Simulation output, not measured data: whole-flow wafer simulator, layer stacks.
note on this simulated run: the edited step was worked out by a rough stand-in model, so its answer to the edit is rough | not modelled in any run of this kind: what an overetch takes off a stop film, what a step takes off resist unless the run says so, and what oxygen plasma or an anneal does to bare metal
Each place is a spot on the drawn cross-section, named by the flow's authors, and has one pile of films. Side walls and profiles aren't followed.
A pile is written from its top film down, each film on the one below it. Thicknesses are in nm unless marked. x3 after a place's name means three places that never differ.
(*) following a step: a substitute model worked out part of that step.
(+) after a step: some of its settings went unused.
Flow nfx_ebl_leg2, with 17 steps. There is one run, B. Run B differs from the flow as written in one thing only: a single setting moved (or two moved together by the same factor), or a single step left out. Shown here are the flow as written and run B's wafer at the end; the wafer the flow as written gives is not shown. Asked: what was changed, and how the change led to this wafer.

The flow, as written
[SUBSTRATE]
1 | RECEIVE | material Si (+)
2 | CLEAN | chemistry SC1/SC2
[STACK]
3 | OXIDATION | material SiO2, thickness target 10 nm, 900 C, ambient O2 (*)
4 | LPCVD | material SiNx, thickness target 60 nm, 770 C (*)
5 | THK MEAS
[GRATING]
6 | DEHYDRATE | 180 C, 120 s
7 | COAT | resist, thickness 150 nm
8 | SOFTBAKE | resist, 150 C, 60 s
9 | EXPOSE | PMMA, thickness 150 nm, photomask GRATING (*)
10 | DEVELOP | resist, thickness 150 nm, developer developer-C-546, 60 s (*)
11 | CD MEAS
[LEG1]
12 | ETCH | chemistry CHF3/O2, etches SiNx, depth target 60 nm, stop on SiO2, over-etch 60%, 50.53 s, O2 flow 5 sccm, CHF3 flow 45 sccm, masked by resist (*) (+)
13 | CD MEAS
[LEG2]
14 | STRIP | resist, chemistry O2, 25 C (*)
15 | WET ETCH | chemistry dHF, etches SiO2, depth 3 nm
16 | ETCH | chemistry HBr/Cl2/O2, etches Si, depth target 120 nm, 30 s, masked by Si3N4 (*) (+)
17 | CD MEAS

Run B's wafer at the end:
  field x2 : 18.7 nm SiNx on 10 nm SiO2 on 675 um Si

The reason: step 4, LPCVD: thickness target 25.5 nm was run, while the flow as written has thickness target 60 nm.

Step by step, how the change led to this:
  4 | LPCVD | material SiNx, thickness target 60 nm, 770 C (*)
      field x2, pad x2: +25.5 SiNx (new film) (as written it would have been: +60 SiNx (new film))
  12 | ETCH | chemistry CHF3/O2, etches SiNx, depth target 60 nm, stop on SiO2, over-etch 60%, 50.53 s, O2 flow 5 sccm, CHF3 flow 45 sccm, masked by resist (*) (+)
      pad x2: -25.5 SiNx (all of it), -10 SiO2 (all of it) (as written it would have been: -60 SiNx (all of it), -10 SiO2 (all of it))
